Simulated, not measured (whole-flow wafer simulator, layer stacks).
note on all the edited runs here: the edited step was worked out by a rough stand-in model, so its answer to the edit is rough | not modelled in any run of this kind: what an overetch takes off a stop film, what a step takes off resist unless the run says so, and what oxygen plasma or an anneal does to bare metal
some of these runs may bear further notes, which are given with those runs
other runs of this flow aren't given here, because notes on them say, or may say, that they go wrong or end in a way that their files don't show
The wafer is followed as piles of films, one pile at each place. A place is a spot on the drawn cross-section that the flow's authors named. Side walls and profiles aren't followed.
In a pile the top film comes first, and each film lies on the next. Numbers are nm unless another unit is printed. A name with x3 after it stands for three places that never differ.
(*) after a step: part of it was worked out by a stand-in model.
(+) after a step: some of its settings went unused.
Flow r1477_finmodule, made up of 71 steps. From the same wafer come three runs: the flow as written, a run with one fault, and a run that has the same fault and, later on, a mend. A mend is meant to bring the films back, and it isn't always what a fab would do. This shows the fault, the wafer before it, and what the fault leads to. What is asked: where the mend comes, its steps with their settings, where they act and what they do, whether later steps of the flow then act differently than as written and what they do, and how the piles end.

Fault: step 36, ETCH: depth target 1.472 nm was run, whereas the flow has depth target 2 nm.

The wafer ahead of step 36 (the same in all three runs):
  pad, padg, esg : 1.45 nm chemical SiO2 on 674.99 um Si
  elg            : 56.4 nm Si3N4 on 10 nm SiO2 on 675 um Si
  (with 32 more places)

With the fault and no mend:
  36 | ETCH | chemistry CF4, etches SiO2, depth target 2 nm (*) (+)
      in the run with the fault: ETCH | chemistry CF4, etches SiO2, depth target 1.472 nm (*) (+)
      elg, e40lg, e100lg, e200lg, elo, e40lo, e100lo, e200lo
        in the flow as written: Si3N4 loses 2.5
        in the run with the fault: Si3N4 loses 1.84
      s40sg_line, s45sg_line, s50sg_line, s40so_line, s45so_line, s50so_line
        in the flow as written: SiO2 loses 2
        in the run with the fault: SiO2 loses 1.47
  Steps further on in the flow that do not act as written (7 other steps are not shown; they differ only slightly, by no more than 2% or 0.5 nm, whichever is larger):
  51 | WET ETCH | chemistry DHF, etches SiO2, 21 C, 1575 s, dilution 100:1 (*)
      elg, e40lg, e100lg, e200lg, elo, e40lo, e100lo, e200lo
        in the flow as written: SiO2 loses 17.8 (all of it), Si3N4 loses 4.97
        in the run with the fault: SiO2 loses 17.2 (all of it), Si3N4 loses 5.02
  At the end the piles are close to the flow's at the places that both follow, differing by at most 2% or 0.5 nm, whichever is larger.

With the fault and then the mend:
  The mend stands after step 36.
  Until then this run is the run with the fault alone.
  36a | ETCH | chemistry CF4, etches SiO2, depth target 0.528 nm (*) (the flow's step 36, run once more with other settings)
      pad, padg, e40sg and 11 more
        Si loses 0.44
      elg, e40lg, e100lg, e200lg, elo, e40lo, e100lo, e200lo
        Si3N4 loses 0.66
      esg, s40cg, s45cg, eso, s40co, s45co
        Si loses 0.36
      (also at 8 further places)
  None of the later steps of the flow differs from how it acts as written, at any place that is followed, by more than 2% or 0.5 nm, whichever is larger.
  At the end the piles are close to the flow's at the places that both follow, differing by at most 2% or 0.5 nm, whichever is larger.
